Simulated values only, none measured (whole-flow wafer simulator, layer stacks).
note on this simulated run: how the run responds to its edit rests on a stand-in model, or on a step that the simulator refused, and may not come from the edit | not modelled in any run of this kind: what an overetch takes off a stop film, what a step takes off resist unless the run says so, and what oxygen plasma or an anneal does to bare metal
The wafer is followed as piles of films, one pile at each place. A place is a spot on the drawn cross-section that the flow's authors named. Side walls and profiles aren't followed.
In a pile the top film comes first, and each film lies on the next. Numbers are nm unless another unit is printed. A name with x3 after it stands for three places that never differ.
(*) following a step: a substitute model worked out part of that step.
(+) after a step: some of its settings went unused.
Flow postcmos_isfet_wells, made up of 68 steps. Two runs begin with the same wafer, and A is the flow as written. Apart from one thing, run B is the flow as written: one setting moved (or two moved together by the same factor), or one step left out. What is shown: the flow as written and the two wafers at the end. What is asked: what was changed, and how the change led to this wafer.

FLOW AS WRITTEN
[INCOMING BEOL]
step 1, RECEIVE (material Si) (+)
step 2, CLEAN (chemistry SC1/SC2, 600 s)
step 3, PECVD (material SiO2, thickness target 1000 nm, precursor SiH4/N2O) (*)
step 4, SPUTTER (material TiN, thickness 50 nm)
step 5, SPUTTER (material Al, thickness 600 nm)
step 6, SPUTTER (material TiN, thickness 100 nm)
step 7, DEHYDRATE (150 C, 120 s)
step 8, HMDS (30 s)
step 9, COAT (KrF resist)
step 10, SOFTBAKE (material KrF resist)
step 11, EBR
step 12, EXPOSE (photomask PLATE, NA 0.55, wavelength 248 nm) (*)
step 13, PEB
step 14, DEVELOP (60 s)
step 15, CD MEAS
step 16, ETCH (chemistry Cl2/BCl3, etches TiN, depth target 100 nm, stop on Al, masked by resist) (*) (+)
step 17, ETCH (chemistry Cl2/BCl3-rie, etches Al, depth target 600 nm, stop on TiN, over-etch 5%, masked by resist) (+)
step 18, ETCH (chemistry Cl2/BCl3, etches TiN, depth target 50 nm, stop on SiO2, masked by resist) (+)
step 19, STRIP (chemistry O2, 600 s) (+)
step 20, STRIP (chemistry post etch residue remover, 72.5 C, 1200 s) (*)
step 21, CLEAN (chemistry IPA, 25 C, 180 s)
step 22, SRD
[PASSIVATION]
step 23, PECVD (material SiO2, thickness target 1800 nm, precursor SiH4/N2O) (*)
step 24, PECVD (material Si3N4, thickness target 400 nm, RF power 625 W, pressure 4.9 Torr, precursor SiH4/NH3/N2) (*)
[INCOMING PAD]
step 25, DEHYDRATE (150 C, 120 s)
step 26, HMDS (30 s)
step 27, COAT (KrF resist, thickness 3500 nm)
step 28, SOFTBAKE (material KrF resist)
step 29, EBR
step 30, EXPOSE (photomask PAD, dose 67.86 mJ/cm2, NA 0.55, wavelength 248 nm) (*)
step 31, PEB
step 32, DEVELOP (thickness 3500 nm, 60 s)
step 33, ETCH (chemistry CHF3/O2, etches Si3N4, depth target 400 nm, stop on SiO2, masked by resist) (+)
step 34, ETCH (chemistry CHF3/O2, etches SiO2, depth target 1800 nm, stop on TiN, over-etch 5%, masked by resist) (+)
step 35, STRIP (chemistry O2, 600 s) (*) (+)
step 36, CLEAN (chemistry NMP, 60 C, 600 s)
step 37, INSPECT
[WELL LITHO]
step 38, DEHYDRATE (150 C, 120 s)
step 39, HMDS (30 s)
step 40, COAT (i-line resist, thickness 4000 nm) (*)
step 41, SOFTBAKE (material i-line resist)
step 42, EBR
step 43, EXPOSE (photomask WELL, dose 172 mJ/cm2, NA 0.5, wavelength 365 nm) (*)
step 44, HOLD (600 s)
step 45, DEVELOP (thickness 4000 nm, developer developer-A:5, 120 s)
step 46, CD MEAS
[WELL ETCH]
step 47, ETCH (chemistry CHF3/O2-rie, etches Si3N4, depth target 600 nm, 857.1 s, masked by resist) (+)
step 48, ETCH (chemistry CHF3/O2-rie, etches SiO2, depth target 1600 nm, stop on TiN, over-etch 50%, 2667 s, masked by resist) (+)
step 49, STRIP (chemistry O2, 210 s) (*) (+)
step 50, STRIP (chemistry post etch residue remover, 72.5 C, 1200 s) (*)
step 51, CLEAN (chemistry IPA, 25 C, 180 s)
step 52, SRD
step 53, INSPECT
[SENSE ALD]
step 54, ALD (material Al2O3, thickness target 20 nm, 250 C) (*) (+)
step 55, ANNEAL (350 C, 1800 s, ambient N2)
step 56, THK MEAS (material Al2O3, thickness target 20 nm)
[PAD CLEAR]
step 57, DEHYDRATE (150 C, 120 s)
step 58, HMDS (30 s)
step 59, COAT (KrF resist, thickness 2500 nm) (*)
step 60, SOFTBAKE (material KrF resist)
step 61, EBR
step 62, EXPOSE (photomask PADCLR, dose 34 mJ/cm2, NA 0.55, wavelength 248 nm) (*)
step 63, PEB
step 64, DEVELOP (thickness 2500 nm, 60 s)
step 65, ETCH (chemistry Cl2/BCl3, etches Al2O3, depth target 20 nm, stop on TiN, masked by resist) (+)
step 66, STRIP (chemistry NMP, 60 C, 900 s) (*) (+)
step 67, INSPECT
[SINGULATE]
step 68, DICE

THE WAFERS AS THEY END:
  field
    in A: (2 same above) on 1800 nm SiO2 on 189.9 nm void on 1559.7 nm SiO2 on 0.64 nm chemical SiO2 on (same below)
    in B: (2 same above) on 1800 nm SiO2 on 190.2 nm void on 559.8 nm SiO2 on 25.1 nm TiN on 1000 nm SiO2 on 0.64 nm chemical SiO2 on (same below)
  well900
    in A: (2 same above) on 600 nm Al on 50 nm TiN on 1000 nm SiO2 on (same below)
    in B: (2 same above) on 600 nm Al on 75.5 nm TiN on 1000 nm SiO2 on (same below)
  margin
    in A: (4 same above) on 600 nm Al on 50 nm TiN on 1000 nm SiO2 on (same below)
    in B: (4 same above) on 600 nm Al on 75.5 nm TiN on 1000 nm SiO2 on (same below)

What caused this: step 4, SPUTTER: thickness 75.5 nm was run, though the flow has thickness 50 nm.
The wafer itself shows it: well900 has TiN 75.5, and step 4 as written asks for 50 nm.

Step by step, how the change led to this:
  step 4, SPUTTER (material TiN, thickness 50 nm)
      field, margin, well900, well1300 x3, pad_rim, pad_clr, pad_open: A TiN gains 50 (new film) | B TiN gains 75.5 (new film)
  step 18, ETCH (chemistry Cl2/BCl3, etches TiN, depth target 50 nm, stop on SiO2, masked by resist) (+)
      field: A TiN loses 50 (all of it) | B TiN loses 50
  step 23, PECVD (material SiO2, thickness target 1800 nm, precursor SiH4/N2O) (*)
      field: A SiO2 gains 1800 (new film), void gains 189.9 (new film), SiO2 gains 559.7 | B SiO2 gains 1800 (new film), void gains 190.2 (new film), SiO2 gains 559.8 (new film)
If metal films that touch count as one body, field has 1 body; the flow as written gives 0 bodies.
